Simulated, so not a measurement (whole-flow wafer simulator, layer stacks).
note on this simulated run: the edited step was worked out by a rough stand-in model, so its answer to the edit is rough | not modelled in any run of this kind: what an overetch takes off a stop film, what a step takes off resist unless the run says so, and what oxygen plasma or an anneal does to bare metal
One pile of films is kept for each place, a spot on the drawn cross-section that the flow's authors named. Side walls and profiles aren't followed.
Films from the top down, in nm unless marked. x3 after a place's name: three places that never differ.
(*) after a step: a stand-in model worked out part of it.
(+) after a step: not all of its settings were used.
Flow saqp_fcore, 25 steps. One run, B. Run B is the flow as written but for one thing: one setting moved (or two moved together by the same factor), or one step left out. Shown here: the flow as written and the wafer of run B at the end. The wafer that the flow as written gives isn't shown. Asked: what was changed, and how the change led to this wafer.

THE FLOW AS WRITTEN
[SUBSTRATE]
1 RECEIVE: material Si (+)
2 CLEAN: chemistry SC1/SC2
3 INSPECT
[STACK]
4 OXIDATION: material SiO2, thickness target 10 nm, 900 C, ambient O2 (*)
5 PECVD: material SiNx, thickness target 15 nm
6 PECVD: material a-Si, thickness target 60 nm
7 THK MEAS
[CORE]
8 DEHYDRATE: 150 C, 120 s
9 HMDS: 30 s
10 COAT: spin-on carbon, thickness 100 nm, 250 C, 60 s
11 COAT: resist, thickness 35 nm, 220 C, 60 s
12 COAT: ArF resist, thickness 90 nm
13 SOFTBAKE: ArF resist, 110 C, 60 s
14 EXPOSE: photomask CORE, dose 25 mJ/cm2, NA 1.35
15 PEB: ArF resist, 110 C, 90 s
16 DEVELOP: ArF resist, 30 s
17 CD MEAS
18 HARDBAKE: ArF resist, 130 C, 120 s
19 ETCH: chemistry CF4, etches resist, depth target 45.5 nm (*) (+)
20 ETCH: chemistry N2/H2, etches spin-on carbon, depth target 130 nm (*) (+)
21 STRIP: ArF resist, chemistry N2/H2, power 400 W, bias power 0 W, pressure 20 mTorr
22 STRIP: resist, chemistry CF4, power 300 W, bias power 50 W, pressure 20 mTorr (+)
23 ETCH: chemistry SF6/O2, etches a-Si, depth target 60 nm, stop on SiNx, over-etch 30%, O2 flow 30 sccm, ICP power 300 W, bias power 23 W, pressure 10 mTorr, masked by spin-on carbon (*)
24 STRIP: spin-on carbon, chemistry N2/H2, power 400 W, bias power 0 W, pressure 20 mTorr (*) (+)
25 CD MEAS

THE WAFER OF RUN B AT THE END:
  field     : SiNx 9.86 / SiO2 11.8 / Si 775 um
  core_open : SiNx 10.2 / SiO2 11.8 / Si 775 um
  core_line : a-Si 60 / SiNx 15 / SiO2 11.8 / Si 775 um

The cause: step 4, OXIDATION: thickness target 11.8 nm was run, where the flow has thickness target 10 nm.
It can be read off the wafer: field has SiO2 11.8, and step 4 as written asks for 10 nm.

How the change led to this, step by step:
  4 OXIDATION: material SiO2, thickness target 10 nm, 900 C, ambient O2 (*)
      field, core_open, core_line: SiO2 +11.8 (new film), chemical SiO2 -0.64 (all of it), Si -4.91 (as written it would be: SiO2 +10 (new film), chemical SiO2 -0.64 (all of it), Si -4.12)
